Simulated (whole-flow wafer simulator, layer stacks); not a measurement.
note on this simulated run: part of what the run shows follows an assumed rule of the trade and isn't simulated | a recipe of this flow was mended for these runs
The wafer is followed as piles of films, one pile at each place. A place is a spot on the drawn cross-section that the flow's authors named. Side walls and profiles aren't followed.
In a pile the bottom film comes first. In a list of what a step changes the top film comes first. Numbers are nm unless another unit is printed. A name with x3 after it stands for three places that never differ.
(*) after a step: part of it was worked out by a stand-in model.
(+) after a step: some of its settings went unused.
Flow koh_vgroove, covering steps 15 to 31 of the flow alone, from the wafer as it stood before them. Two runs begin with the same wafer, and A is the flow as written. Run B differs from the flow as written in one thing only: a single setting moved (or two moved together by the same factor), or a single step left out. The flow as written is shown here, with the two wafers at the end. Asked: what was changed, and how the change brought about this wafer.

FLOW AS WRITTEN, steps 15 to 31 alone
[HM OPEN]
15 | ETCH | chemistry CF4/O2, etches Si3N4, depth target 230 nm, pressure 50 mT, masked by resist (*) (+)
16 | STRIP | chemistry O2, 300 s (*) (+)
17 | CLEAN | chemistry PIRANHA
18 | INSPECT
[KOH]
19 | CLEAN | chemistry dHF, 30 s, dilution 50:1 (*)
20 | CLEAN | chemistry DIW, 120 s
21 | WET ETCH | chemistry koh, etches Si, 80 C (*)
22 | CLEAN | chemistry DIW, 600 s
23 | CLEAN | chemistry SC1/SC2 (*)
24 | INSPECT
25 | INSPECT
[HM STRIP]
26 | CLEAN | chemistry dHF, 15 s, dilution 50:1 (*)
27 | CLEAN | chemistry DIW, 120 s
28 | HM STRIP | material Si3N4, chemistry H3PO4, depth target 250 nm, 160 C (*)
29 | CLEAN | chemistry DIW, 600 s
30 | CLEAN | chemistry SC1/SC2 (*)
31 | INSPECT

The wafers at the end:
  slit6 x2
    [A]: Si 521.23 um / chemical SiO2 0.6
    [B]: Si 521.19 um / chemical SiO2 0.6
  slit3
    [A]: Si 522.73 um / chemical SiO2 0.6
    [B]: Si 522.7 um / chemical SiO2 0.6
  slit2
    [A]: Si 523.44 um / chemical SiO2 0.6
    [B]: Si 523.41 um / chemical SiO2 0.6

Cause: step 15, ETCH: depth target 264.5 nm was run, though the flow has depth target 230 nm.

How this came from the change, step by step:
  15 | ETCH | chemistry CF4/O2, etches Si3N4, depth target 230 nm, pressure 50 mT, masked by resist (*) (+)
      slit3, slit2, slit6 x2: A -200 Si3N4 (all of it), -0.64 chemical SiO2 (all of it), -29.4 Si | B -200 Si3N4 (all of it), -0.64 chemical SiO2 (all of it), -63.9 Si
      field: A -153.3 i-line-resist | B -176.3 i-line-resist
  16 | STRIP | chemistry O2, 300 s (*) (+)
      field: A -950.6 i-line-resist (all of it) | B -927.6 i-line-resist (all of it)
